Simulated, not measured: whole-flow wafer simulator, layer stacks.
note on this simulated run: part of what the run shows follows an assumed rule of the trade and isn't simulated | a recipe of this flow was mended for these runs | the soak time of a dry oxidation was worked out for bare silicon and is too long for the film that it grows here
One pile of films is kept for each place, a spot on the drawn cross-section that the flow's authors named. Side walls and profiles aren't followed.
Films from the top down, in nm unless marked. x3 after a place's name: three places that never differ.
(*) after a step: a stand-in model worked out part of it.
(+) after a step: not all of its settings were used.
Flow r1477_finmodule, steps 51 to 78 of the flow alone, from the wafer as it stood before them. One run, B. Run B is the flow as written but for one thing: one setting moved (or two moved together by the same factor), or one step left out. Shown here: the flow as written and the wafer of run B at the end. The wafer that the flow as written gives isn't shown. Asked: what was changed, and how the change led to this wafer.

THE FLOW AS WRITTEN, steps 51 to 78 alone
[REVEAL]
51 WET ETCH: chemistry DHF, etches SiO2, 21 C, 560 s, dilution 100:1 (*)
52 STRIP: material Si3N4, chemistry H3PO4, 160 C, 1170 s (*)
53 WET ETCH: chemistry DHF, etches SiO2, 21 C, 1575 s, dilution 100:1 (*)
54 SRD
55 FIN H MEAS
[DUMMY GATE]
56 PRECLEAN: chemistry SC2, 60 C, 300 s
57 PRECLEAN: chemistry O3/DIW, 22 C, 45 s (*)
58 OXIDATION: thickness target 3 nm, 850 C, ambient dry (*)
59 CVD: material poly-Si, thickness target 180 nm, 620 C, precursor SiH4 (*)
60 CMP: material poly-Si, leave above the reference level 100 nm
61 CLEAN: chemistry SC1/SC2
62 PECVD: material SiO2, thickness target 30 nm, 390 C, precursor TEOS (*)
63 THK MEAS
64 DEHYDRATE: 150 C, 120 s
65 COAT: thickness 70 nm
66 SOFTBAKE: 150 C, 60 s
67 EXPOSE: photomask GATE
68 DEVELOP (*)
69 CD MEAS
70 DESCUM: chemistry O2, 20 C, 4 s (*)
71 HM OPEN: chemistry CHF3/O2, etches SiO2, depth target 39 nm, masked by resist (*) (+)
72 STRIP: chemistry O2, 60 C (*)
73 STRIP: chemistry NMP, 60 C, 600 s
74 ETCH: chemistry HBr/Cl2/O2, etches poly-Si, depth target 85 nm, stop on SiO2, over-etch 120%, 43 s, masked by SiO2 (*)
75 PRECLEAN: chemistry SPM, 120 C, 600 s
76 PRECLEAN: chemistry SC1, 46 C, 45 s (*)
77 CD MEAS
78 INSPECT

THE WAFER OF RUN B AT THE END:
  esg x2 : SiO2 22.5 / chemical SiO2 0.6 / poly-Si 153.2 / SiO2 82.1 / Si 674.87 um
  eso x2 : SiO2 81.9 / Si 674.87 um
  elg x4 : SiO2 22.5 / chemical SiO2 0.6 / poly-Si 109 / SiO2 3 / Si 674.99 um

The cause: step 52, STRIP: 577.6 s was run, where the flow has 1170 s.

How the change led to this, step by step:
  52 STRIP: material Si3N4, chemistry H3PO4, 160 C, 1170 s (*)
      s40sg_line x3, s40so_line x3: Si3N4 -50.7 (as written it would be: Si3N4 -55.1 (all of it), SiO2 -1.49)
      pad, padg, esg x2 and 18 more: SiO2 -2.11 (as written it would be: SiO2 -4.28)
      (and at 8 more places)
  53 WET ETCH: chemistry DHF, etches SiO2, 21 C, 1575 s, dilution 100:1 (*)
      s40sg_line x3, s40so_line x3: Si3N4 -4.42 (all of it) (as written it would be: SiO2 -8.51 (all of it))
      elg x4, elo x4: SiO2 -9.48 (all of it) (as written it would be: SiO2 -7.85 (all of it))
  57 PRECLEAN: chemistry O3/DIW, 22 C, 45 s (*)
      s40sg_line x3, s40so_line x3: nothing (as written it would be: chemical SiO2 +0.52, Si -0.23)
  58 OXIDATION: thickness target 3 nm, 850 C, ambient dry (*)
      s40sg_line x3, s40so_line x3: SiO2 +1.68, Si -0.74 (as written it would be: SiO2 +3 (new film), chemical SiO2 -0.85 (all of it), Si -0.95)
  59 CVD: material poly-Si, thickness target 180 nm, 620 C, precursor SiH4 (*)
      s40cg x3, s40sg x3, s40co x3, s40so x3: poly-Si +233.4 (new film) (as written it would be: poly-Si +226.3 (new film))
  60 CMP: material poly-Si, leave above the reference level 100 nm
      elg x4, esg x2, e100sg, elo x4, eso x2, e100so: poly-Si -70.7 (as written it would be: poly-Si -80)
      pad, padg: poly-Si -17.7 (as written it would be: poly-Si -24.8)
      (and at 2 more places)
  74 ETCH: chemistry HBr/Cl2/O2, etches poly-Si, depth target 85 nm, stop on SiO2, over-etch 120%, 43 s, masked by SiO2 (*)
      eso x2, e100so, e200so, s40co x3, s40so x3: chemical SiO2 -1.12 (all of it), poly-Si -151 (all of it), SiO2 -0.18 (as written it would be: chemical SiO2 -1.12 (all of it), poly-Si -143.9 (all of it), SiO2 -0.22)
      elo x4: chemical SiO2 -1.12 (all of it), poly-Si -106.8 (all of it), SiO2 -0.4 (as written it would be: chemical SiO2 -1.12 (all of it), poly-Si -97.6 (all of it), SiO2 -0.45)
      (and at 1 more place)
